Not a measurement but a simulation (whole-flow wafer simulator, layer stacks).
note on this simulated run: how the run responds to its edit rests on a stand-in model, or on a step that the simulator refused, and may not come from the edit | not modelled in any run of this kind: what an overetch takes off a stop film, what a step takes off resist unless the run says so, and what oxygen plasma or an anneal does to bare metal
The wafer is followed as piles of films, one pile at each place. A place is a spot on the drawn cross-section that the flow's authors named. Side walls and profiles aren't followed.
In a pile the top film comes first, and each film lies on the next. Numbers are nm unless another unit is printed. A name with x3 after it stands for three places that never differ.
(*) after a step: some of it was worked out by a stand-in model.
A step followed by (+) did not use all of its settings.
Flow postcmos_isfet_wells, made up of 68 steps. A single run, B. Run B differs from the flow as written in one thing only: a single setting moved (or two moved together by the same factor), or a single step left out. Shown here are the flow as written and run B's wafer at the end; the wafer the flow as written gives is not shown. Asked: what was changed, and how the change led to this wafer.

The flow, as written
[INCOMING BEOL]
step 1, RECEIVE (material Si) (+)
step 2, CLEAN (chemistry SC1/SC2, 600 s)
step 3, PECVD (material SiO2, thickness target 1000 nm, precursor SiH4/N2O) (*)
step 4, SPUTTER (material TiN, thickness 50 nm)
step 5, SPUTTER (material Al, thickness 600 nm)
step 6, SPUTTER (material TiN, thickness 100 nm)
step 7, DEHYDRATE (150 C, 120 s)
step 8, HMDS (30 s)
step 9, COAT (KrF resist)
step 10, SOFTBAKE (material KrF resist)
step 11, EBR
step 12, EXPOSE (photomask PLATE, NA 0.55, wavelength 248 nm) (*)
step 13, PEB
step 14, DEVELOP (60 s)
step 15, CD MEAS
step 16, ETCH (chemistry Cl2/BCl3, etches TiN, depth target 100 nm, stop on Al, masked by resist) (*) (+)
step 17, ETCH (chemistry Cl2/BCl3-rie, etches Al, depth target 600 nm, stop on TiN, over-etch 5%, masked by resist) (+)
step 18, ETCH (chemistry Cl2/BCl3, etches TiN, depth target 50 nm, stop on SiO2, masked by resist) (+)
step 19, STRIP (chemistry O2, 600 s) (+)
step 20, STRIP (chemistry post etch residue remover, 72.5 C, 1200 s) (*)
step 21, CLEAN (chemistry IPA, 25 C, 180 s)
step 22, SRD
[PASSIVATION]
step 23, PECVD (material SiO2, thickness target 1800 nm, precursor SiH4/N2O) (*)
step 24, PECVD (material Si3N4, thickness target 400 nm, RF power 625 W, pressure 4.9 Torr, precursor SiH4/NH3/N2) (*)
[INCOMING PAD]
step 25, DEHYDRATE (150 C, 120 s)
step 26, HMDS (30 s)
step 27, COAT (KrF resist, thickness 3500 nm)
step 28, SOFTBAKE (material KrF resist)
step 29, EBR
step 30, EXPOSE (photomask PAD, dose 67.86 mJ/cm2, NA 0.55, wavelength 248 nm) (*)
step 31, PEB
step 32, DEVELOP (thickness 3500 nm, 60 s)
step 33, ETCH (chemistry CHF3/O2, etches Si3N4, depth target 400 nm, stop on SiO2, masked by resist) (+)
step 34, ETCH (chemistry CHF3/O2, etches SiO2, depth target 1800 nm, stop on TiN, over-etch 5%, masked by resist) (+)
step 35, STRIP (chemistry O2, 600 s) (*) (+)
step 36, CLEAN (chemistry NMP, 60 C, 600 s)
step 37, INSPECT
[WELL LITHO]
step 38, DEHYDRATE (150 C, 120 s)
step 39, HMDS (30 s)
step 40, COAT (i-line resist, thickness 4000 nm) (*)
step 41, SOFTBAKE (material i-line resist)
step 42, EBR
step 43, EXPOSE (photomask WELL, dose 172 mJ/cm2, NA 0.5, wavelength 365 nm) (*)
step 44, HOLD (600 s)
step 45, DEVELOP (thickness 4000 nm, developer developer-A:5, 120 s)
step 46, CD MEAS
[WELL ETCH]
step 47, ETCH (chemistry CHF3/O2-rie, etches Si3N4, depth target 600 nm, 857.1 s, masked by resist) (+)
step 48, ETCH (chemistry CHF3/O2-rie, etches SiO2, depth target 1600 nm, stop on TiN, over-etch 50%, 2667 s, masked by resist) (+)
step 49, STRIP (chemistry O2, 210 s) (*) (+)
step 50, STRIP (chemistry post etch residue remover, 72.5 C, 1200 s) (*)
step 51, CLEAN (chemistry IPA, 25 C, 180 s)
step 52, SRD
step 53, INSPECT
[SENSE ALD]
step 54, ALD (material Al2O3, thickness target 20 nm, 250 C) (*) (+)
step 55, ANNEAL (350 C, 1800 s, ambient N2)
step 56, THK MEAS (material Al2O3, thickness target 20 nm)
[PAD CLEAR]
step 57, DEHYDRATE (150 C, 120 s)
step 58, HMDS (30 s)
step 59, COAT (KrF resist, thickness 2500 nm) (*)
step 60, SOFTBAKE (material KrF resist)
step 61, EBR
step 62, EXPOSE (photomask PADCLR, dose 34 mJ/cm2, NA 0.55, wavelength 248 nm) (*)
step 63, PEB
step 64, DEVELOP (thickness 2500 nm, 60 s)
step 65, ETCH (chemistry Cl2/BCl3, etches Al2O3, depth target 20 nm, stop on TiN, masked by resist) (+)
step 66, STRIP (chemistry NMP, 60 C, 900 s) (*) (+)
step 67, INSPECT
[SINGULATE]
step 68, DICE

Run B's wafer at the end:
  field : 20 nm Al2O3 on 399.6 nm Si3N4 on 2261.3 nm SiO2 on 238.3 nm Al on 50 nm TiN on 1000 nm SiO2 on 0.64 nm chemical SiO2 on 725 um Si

Cause: step 17, ETCH: depth target 306 nm was run, while the flow as written has depth target 600 nm.

The path from the change to this, step by step:
  step 17, ETCH (chemistry Cl2/BCl3-rie, etches Al, depth target 600 nm, stop on TiN, over-etch 5%, masked by resist) (+)
      field: -306 Al (as written it would have been: -600 Al (all of it))
      margin, well900, well1300 x3, pad_rim, pad_clr, pad_open: -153 KrF resist (as written it would have been: -300 KrF resist)
  step 18, ETCH (chemistry Cl2/BCl3, etches TiN, depth target 50 nm, stop on SiO2, masked by resist) (+)
      field: -50 Al (as written it would have been: -50 TiN (all of it))
  step 19, STRIP (chemistry O2, 600 s) (+)
      margin, well900, well1300 x3, pad_rim, pad_clr, pad_open: -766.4 KrF resist (all of it) (as written it would have been: -619.4 KrF resist (all of it))
  step 20, STRIP (chemistry post etch residue remover, 72.5 C, 1200 s) (*)
      field: -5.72 Al (as written it would have been: nothing)
  step 23, PECVD (material SiO2, thickness target 1800 nm, precursor SiH4/N2O) (*)
      field: +2261.3 SiO2 (new film) (as written it would have been: +1800 SiO2 (new film), +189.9 void (new film), +559.7 SiO2)
If metal films that touch count as one body, field has 1 body; the flow as written gives 0 bodies.
